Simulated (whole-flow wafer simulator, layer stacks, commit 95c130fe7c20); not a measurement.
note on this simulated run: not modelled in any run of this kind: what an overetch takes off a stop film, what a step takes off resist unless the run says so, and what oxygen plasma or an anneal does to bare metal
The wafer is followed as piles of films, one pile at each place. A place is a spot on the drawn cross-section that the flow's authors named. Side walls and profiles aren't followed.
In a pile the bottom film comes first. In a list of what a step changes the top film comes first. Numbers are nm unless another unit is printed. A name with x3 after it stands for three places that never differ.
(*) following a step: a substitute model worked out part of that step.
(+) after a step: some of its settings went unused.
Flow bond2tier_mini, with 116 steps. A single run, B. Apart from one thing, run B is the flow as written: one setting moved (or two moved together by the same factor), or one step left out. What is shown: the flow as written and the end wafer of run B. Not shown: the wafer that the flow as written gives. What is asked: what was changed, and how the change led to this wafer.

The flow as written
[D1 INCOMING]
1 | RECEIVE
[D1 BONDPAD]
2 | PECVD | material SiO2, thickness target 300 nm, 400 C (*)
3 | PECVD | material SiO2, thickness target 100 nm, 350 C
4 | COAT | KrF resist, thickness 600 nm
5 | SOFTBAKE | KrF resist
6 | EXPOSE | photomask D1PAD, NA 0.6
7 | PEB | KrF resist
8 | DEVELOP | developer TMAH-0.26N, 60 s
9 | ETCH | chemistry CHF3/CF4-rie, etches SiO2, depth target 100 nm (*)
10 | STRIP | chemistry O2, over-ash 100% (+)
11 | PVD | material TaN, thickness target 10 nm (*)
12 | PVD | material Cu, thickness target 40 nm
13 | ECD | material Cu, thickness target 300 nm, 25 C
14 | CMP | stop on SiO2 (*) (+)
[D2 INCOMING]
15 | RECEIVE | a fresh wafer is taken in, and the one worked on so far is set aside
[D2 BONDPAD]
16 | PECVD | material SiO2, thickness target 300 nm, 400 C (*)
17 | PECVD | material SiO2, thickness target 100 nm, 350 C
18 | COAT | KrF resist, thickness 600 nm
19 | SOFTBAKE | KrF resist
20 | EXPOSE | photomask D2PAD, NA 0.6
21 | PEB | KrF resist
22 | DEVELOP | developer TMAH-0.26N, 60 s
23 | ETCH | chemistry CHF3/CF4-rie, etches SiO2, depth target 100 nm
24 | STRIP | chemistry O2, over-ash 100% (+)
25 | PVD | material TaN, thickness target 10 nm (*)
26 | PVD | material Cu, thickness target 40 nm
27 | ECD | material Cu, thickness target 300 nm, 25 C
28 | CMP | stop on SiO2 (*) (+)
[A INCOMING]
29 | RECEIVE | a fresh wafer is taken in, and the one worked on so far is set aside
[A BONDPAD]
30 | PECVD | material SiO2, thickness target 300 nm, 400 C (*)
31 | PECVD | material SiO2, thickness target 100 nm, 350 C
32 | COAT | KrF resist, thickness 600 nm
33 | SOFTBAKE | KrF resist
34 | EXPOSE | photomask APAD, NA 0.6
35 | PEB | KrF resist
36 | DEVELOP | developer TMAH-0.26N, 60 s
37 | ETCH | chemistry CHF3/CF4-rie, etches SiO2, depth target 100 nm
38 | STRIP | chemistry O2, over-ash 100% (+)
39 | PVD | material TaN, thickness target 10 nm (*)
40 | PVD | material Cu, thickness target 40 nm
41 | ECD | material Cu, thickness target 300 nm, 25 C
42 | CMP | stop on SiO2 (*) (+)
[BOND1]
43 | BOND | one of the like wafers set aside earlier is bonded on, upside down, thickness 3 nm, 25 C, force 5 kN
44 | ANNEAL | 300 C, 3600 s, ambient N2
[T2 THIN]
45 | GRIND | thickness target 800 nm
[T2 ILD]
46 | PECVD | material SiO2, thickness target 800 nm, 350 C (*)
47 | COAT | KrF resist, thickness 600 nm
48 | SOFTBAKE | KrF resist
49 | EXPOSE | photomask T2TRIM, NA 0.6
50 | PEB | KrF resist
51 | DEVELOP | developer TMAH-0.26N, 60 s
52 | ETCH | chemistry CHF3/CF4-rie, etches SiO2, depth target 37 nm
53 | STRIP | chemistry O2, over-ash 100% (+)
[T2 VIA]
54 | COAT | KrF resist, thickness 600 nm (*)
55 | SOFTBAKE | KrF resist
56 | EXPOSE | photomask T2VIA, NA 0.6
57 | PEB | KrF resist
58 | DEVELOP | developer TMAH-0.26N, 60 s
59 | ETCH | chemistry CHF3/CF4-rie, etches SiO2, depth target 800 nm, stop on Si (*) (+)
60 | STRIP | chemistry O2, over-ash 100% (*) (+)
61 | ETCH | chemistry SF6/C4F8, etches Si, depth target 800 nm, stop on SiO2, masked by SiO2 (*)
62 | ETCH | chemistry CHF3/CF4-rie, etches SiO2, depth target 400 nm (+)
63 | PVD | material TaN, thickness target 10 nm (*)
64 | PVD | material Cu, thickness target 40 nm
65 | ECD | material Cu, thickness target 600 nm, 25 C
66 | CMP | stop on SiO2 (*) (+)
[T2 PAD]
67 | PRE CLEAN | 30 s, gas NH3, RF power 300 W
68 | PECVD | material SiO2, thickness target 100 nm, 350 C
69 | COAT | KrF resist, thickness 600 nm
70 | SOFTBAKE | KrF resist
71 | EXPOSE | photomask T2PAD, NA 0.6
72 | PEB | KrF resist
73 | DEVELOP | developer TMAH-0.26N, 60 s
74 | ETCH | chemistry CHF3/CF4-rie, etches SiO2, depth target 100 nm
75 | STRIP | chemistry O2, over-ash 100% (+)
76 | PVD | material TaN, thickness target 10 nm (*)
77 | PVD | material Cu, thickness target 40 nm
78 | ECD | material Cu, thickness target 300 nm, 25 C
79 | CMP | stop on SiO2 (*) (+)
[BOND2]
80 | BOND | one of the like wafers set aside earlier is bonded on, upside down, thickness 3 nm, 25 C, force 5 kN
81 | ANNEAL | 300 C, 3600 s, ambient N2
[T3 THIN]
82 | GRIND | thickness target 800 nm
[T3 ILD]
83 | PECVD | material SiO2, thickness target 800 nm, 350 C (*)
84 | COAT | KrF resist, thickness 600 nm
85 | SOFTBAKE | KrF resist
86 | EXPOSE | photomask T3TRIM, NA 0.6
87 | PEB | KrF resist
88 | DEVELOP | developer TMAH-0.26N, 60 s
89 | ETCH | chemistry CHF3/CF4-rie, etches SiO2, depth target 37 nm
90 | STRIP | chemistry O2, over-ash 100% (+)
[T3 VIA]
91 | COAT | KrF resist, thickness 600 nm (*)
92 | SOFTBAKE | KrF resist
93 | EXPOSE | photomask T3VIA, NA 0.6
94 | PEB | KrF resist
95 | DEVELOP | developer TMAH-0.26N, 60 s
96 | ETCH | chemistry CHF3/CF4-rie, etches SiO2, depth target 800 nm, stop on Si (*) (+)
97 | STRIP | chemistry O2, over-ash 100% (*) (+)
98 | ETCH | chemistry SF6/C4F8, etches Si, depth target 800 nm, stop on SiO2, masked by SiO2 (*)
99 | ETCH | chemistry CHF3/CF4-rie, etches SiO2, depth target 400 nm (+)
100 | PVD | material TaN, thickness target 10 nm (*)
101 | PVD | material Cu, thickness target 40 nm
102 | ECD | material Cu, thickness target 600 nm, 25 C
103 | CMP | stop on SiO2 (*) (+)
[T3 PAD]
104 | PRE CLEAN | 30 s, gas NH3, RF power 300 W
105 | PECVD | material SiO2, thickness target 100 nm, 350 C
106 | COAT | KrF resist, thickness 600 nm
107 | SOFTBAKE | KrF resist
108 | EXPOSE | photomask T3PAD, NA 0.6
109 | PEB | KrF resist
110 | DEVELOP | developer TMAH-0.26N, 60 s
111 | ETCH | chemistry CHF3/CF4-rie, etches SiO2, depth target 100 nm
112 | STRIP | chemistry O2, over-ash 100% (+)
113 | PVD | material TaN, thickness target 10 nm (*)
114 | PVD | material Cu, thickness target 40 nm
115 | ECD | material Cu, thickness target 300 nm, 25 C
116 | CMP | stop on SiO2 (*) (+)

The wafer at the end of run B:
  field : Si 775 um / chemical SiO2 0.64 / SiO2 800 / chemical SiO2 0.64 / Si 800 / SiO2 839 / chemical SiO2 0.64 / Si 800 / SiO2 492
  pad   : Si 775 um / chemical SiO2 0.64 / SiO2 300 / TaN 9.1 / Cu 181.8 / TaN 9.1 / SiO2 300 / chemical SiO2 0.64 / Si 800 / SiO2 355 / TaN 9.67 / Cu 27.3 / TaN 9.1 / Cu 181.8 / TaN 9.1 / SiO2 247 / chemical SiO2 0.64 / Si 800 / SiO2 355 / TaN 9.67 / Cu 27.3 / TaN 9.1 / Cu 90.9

Cause: step 17, PECVD: thickness target 47 nm was run, whereas the flow has thickness target 100 nm.

How this came from the change, step by step:
  17 | PECVD | material SiO2, thickness target 100 nm, 350 C
      field, pad, via: SiO2 gains 47 (it would be, as written: SiO2 gains 100)
  80 | BOND | one of the like wafers set aside earlier is bonded on, upside down, thickness 3 nm, 25 C, force 5 kN
      field: Si gains 775 um (new film), chemical SiO2 gains 0.64 (new film), SiO2 gains 347 (it would be, as written: Si gains 775 um (new film), chemical SiO2 gains 0.64 (new film), SiO2 gains 400)
      pad: Si gains 775 um (new film), chemical SiO2 gains 0.64 (new film), SiO2 gains 247 (new film), TaN gains 9.1 (new film), Cu gains 90.9 (it would be, as written: Si gains 775 um (new film), chemical SiO2 gains 0.64 (new film), SiO2 gains 300 (new film), TaN gains 9.1 (new film), Cu gains 90.9)
